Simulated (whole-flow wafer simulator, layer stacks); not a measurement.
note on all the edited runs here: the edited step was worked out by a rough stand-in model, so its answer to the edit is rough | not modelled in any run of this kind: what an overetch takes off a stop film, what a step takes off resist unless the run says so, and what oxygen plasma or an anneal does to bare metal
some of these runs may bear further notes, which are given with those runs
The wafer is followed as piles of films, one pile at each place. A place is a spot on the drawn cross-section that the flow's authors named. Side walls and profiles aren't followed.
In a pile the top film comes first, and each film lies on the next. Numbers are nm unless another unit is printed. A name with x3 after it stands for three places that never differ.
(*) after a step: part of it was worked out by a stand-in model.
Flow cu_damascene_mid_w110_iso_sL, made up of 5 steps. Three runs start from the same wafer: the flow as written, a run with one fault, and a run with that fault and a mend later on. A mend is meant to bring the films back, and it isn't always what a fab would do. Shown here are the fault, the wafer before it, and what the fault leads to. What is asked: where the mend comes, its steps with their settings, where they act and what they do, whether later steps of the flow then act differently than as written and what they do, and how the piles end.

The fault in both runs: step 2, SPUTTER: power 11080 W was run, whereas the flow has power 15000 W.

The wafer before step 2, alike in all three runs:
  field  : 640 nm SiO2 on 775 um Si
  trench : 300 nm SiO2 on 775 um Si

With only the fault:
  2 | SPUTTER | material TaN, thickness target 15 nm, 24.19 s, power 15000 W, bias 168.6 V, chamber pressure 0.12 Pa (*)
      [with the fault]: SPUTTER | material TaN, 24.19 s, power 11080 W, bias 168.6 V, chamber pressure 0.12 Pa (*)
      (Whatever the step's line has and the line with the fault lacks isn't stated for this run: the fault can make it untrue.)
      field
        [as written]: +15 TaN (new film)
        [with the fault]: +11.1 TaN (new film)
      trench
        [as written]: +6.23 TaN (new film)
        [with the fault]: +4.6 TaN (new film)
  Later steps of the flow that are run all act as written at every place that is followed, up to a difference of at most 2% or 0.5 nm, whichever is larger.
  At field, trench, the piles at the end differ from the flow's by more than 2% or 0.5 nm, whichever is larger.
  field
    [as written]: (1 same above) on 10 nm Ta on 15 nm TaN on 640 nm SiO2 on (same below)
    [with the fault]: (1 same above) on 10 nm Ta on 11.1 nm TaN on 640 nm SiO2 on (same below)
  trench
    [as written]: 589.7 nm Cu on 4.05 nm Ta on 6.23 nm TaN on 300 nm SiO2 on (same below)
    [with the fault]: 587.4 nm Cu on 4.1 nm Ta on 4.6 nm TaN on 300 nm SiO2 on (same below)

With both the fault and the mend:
  The mend stands after step 2.
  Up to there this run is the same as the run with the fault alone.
  2a | SPUTTER | material TaN, thickness target 3.9 nm, 6.326 s, power 15000 W, bias 168.6 V, chamber pressure 0.12 Pa (*) (the flow's step 2, run once more with other settings)
      field
        +3.9 TaN
      trench
        +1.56 TaN
  Later steps of the flow that are run all act as written at every place that is followed.
  The piles end only slightly different from the flow's at the places that both follow, by no more than 2% or 0.5 nm, whichever is larger.
